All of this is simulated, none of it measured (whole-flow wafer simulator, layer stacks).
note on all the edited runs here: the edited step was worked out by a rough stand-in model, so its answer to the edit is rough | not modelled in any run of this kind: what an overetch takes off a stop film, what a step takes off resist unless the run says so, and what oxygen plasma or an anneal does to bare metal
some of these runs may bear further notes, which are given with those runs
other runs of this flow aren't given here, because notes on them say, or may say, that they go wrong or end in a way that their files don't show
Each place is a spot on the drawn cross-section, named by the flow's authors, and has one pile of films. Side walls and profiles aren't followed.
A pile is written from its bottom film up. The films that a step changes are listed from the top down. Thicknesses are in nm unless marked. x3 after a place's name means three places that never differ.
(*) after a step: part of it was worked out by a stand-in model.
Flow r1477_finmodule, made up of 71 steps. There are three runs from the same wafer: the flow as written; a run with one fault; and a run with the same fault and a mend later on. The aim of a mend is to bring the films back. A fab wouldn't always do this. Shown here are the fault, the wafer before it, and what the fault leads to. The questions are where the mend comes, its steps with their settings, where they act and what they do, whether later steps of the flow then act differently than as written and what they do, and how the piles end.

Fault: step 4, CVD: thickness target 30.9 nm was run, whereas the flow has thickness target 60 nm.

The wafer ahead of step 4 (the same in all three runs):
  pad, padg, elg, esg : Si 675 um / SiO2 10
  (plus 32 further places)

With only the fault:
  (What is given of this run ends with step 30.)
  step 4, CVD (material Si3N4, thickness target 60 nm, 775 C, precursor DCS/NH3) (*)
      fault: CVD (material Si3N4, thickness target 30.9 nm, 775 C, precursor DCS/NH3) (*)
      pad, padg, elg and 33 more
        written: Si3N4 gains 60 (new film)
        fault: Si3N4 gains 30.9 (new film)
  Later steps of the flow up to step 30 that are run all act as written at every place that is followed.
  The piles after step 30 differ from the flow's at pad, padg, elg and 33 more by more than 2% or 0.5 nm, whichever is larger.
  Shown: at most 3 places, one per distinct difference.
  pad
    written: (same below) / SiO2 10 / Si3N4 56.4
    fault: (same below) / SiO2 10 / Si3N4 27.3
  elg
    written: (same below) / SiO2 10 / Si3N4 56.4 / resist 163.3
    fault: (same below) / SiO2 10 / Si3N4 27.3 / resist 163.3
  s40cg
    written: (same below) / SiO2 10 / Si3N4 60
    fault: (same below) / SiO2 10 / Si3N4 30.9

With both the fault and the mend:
  After step 5 comes the mend.
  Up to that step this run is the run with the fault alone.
  step 5a, ETCH (chemistry h3po4, depth target 35.53 nm)
      pad, padg, elg and 33 more
        Si3N4 loses 30.9 (all of it)
  step 5b, CLEAN (chemistry SC1/SC2) (the flow's step 2 again)
      leaves every film unchanged at each place that is followed
  step 5c, CVD (material Si3N4, thickness target 60 nm, 775 C, precursor DCS/NH3) (*) (the flow's step 4 again)
      pad, padg, elg and 33 more
        Si3N4 gains 60 (new film)
  Later steps of the flow that are run all act as written at every place that is followed.
  At every place that both follow, the piles at the end match the flow's.
